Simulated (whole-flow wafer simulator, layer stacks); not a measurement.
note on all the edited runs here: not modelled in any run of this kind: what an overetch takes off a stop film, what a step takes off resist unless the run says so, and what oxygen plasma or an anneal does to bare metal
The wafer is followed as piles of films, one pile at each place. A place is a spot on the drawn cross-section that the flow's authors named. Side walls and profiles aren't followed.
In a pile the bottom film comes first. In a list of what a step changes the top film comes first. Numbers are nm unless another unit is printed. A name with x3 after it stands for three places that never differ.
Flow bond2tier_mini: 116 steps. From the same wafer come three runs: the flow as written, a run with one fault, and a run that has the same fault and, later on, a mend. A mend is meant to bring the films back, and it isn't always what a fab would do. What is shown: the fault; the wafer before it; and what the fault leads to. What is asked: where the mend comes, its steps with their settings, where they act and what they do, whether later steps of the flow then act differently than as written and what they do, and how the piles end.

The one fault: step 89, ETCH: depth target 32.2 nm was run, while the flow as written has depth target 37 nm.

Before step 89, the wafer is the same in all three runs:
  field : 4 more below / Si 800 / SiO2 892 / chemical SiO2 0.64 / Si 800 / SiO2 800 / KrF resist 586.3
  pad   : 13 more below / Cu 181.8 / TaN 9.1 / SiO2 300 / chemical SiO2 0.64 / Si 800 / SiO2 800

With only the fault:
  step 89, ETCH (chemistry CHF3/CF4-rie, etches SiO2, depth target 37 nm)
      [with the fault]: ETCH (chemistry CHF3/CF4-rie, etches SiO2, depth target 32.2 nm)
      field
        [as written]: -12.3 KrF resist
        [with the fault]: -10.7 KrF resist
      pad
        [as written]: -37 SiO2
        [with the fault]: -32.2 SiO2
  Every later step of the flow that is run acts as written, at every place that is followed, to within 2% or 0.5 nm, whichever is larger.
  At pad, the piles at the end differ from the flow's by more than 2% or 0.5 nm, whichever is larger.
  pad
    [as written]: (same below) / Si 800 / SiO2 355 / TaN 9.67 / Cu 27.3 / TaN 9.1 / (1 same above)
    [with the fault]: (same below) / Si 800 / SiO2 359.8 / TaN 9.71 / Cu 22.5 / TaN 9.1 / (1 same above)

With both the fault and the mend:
  The mend follows step 89.
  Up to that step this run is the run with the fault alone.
  step 89a, ETCH (chemistry CHF3/CF4-rie, etches SiO2, depth target 4.8 nm) (the flow's step 89, run once more with other settings)
      field
        -1.6 KrF resist
      pad
        -4.8 SiO2
  Every later step of the flow that is run acts as written at every place that is followed.
  At every place that both follow, the piles at the end match the flow's.
